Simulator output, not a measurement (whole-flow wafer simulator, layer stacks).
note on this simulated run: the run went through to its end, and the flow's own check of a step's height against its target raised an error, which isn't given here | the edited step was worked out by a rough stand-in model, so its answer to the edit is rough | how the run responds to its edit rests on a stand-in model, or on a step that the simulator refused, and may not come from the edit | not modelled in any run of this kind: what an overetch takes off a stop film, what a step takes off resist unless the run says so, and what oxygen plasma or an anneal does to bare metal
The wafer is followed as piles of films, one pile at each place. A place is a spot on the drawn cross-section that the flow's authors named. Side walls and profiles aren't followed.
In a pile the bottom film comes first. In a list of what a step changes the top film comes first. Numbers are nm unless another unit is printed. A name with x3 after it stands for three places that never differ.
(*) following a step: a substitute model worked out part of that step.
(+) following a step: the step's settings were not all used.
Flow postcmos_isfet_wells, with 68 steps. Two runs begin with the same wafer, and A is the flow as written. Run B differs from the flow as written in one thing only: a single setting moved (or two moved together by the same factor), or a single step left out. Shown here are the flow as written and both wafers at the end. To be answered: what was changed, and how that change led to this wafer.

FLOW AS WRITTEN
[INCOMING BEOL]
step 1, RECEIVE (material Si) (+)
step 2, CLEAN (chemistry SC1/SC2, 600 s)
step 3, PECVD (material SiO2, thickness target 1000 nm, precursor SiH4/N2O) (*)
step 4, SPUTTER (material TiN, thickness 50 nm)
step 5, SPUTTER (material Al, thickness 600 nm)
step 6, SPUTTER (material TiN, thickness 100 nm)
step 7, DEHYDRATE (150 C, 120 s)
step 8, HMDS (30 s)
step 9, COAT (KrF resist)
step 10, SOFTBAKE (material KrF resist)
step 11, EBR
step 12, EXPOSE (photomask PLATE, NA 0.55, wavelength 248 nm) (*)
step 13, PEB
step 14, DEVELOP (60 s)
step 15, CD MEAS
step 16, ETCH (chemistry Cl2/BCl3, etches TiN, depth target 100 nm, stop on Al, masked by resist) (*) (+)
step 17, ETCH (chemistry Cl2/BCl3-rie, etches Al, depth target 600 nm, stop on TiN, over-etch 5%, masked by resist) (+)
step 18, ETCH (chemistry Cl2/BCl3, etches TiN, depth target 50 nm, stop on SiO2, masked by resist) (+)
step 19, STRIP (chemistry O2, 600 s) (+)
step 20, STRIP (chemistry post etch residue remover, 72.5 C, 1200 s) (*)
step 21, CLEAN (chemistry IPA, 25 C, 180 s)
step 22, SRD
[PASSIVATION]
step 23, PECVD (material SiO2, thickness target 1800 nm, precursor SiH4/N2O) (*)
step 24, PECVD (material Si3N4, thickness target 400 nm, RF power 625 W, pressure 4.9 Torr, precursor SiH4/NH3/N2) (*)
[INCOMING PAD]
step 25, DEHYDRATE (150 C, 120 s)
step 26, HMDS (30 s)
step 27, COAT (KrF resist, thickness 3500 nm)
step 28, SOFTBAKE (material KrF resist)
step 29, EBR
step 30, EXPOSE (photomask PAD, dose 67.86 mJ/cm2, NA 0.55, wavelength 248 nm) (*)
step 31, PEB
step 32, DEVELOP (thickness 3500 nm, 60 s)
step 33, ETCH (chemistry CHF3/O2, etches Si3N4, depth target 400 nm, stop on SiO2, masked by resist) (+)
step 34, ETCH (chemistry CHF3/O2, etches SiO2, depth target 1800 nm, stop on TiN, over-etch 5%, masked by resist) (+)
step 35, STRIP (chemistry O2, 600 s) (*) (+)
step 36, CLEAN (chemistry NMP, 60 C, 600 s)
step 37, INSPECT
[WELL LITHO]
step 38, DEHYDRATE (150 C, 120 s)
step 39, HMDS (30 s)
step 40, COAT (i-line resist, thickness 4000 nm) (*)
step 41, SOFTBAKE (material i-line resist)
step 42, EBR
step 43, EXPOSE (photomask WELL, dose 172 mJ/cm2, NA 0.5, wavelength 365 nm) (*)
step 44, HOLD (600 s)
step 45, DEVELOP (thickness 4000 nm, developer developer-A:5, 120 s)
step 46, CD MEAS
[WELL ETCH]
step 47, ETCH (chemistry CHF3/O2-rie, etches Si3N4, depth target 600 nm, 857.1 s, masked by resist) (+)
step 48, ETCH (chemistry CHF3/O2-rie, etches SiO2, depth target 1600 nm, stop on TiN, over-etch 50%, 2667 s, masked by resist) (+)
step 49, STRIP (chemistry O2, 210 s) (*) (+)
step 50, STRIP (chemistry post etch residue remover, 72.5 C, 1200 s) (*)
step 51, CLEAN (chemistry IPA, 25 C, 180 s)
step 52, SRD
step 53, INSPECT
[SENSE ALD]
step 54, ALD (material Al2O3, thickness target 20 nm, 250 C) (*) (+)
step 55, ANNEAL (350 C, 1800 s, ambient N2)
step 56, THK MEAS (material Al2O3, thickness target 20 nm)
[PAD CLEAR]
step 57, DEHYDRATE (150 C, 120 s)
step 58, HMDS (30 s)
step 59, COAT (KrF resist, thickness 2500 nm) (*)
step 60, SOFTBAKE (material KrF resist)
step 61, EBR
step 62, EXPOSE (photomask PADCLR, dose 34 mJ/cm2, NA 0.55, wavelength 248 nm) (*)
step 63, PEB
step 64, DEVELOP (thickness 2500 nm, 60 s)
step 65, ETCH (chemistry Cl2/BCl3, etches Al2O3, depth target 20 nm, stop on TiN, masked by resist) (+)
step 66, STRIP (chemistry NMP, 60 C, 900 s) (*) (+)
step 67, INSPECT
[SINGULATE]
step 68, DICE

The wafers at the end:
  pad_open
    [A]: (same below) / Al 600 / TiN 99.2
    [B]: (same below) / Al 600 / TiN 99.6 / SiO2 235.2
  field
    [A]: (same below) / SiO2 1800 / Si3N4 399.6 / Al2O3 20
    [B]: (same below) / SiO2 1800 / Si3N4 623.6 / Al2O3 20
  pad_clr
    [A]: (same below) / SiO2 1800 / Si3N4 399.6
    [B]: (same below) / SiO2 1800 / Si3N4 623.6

What caused this: step 24, PECVD: thickness target 624 nm was run, though the flow has thickness target 400 nm.

Step by step, how the change led to this:
  step 24, PECVD (material Si3N4, thickness target 400 nm, RF power 625 W, pressure 4.9 Torr, precursor SiH4/NH3/N2) (*)
      field, margin, well900, well1300 x3, pad_rim, pad_clr, pad_open: A Si3N4 gains 400 (new film) | B Si3N4 gains 624 (new film)
  step 33, ETCH (chemistry CHF3/O2, etches Si3N4, depth target 400 nm, stop on SiO2, masked by resist) (+)
      pad_open: A Si3N4 loses 400 (all of it) | B Si3N4 loses 400
  step 34, ETCH (chemistry CHF3/O2, etches SiO2, depth target 1800 nm, stop on TiN, over-etch 5%, masked by resist) (+)
      pad_open: A SiO2 loses 1800 (all of it) | B Si3N4 loses 224 (all of it), SiO2 loses 1564.8
  step 47, ETCH (chemistry CHF3/O2-rie, etches Si3N4, depth target 600 nm, 857.1 s, masked by resist) (+)
      well900, well1300 x3: A Si3N4 loses 400 (all of it), SiO2 loses 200 | B Si3N4 loses 600
  step 48, ETCH (chemistry CHF3/O2-rie, etches SiO2, depth target 1600 nm, stop on TiN, over-etch 50%, 2667 s, masked by resist) (+)
      well900, well1300 x3: A SiO2 loses 1600 (all of it) | B Si3N4 loses 24 (all of it), SiO2 loses 1800 (all of it)
  step 59, COAT (KrF resist, thickness 2500 nm) (*)
      field: A KrF resist gains 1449 (new film) | B KrF resist gains 1342 (new film)
      margin: A KrF resist gains 1448.9 (new film) | B KrF resist gains 1341.9 (new film)
  step 63, PEB
      field, margin: A KrF resist loses 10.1 | B KrF resist loses 9.33
  step 66, STRIP (chemistry NMP, 60 C, 900 s) (*) (+)
      field: A KrF resist loses 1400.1 (all of it) | B KrF resist loses 1293.9 (all of it)
      margin: A KrF resist loses 1400.1 (all of it) | B KrF resist loses 1293.8 (all of it)
